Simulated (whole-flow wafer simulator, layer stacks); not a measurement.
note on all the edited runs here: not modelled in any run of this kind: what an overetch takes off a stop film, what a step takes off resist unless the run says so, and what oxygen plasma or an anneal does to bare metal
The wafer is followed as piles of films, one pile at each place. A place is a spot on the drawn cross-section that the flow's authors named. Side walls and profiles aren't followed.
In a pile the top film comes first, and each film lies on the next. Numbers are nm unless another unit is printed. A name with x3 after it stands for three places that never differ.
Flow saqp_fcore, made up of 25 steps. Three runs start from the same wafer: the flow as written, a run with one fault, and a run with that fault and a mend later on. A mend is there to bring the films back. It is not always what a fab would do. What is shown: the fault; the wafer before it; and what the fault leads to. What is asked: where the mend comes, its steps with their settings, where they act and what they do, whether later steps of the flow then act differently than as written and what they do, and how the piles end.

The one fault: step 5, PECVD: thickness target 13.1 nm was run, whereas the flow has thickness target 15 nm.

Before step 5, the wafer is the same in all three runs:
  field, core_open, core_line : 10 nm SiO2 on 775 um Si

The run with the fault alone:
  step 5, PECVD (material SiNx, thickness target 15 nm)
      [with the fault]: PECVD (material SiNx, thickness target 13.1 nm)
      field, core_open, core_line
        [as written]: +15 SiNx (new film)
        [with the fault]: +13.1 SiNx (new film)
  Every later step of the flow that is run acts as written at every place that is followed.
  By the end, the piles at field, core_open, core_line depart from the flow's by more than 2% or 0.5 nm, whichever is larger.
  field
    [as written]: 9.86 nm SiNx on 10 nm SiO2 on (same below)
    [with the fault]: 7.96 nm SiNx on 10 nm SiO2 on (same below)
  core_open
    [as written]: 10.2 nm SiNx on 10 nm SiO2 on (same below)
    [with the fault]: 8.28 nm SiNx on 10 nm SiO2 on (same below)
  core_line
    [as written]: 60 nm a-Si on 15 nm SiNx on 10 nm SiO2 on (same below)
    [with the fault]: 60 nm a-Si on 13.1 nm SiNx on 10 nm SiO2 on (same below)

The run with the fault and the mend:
  The mend follows step 5.
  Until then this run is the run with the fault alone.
  step 5a, PECVD (material SiNx, thickness target 1.9 nm) (the flow's step 5 again, with other settings)
      field, core_open, core_line
        +1.9 SiNx
  Every later step of the flow that is run acts as written at every place that is followed.
  By the end, the piles equal the flow's at every place that both follow.
